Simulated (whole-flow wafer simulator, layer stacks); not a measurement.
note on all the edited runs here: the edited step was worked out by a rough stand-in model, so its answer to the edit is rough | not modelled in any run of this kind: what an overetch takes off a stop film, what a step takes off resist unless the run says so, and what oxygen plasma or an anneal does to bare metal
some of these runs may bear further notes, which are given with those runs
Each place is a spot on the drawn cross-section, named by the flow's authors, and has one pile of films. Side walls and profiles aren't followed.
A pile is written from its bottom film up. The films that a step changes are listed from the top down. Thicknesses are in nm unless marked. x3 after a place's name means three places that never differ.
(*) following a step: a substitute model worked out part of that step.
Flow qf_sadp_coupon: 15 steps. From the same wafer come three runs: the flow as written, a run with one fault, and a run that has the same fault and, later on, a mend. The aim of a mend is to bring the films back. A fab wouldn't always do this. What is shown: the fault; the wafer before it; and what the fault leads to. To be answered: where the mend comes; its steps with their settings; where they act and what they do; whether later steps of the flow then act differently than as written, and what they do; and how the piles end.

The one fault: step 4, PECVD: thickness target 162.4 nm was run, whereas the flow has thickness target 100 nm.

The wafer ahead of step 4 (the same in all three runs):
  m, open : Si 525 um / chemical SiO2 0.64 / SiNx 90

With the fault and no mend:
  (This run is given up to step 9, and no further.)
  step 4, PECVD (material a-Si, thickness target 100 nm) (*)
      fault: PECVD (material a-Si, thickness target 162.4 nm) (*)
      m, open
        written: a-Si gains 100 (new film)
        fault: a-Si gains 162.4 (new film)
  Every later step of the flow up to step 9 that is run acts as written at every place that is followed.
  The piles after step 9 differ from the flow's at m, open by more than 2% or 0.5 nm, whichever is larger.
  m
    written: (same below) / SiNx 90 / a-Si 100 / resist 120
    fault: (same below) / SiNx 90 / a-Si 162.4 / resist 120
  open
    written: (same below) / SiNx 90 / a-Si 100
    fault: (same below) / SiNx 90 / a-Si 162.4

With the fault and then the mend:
  The mend follows step 4.
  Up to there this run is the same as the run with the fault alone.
  step 4a, ETCH (chemistry tmah, depth target 186.8 nm)
      m, open
        a-Si loses 162.4 (all of it)
  step 4b, PECVD (material a-Si, thickness target 100 nm) (*) (the flow's step 4, run once more)
      m, open
        a-Si gains 100 (new film)
  Every later step of the flow that is run acts as written at every place that is followed.
  At every place that both follow, the piles at the end match the flow's.
